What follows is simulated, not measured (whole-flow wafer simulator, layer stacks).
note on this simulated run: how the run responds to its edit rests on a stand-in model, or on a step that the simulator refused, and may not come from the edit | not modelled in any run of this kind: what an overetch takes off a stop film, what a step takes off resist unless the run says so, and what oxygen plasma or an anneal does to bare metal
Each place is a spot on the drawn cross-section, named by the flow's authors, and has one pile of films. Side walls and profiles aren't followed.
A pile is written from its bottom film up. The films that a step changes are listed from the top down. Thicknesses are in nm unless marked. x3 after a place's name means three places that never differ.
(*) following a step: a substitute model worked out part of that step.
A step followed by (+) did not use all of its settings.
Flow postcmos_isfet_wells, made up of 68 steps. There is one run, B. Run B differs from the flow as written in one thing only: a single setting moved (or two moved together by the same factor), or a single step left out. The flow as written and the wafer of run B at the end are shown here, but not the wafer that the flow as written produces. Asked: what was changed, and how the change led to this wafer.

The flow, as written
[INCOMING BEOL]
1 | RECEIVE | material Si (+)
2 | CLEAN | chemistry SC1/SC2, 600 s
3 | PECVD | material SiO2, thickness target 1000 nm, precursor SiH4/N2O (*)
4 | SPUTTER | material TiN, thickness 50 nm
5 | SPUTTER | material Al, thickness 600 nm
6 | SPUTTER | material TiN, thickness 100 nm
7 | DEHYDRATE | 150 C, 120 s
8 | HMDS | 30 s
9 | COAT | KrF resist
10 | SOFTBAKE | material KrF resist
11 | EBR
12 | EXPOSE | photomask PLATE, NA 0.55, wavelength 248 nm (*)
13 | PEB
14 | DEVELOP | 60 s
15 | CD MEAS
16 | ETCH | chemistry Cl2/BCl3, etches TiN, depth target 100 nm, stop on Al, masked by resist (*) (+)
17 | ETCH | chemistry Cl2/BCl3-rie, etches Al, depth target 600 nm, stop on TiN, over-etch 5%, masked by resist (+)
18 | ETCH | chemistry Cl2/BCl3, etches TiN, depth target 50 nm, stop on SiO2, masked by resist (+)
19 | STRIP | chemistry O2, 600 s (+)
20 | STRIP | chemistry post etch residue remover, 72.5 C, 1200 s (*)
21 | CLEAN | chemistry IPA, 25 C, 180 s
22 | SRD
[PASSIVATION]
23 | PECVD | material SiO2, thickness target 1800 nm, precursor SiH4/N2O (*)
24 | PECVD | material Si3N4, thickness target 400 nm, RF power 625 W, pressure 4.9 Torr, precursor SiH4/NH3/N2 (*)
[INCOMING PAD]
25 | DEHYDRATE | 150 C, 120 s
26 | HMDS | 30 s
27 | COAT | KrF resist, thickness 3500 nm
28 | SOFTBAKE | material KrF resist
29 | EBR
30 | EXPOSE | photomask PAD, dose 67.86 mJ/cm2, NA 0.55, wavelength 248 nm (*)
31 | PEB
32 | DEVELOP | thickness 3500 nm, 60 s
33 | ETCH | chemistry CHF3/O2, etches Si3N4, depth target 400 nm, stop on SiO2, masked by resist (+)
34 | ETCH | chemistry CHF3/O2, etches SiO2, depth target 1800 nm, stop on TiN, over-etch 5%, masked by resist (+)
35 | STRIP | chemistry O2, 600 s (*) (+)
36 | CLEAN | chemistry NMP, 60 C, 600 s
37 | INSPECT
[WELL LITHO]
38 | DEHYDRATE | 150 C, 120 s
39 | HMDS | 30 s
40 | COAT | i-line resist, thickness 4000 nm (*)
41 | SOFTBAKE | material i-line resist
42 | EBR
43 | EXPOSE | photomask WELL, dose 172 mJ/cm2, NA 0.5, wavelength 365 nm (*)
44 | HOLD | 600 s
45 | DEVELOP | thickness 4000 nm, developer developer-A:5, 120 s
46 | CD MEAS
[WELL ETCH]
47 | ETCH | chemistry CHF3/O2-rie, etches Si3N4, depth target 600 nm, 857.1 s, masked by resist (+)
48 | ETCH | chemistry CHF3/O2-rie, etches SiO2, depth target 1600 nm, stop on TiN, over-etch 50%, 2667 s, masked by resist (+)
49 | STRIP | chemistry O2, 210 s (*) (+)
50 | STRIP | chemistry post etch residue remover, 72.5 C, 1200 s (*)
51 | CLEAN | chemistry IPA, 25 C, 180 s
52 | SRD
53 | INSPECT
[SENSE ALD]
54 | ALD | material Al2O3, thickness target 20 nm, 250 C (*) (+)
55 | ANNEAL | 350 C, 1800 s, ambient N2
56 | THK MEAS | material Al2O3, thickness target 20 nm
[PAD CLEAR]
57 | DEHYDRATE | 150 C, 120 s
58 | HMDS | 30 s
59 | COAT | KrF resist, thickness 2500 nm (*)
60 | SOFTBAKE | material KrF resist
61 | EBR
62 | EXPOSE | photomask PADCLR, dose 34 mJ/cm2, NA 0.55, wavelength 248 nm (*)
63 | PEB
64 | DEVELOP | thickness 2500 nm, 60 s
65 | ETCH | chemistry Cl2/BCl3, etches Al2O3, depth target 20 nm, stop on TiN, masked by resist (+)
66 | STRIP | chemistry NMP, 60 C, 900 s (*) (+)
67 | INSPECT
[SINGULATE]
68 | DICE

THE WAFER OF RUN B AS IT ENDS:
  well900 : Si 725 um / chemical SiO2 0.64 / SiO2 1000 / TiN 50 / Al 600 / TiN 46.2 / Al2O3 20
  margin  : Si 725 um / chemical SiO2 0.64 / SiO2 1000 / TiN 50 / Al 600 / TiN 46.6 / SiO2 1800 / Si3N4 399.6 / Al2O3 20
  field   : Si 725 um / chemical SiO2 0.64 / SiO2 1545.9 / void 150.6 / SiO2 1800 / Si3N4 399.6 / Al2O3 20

What caused this: step 6, SPUTTER: thickness 47 nm was run, though the flow has thickness 100 nm.

Step by step, how the change led to this:
  6 | SPUTTER | material TiN, thickness 100 nm
      field, margin, well900, well1300 x3, pad_rim, pad_clr, pad_open: TiN gains 47 (new film) (as written it would have been: TiN gains 100 (new film))
  16 | ETCH | chemistry Cl2/BCl3, etches TiN, depth target 100 nm, stop on Al, masked by resist (*) (+)
      margin, well900, well1300 x3, pad_rim, pad_clr, pad_open: KrF resist loses 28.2 (as written it would have been: KrF resist loses 40)
      field: TiN loses 47 (all of it) (as written it would have been: TiN loses 100 (all of it))
  23 | PECVD | material SiO2, thickness target 1800 nm, precursor SiH4/N2O (*)
      field: SiO2 gains 1800 (new film), void gains 150.6 (new film), SiO2 gains 545.9 (as written it would have been: SiO2 gains 1800 (new film), void gains 189.9 (new film), SiO2 gains 559.7)
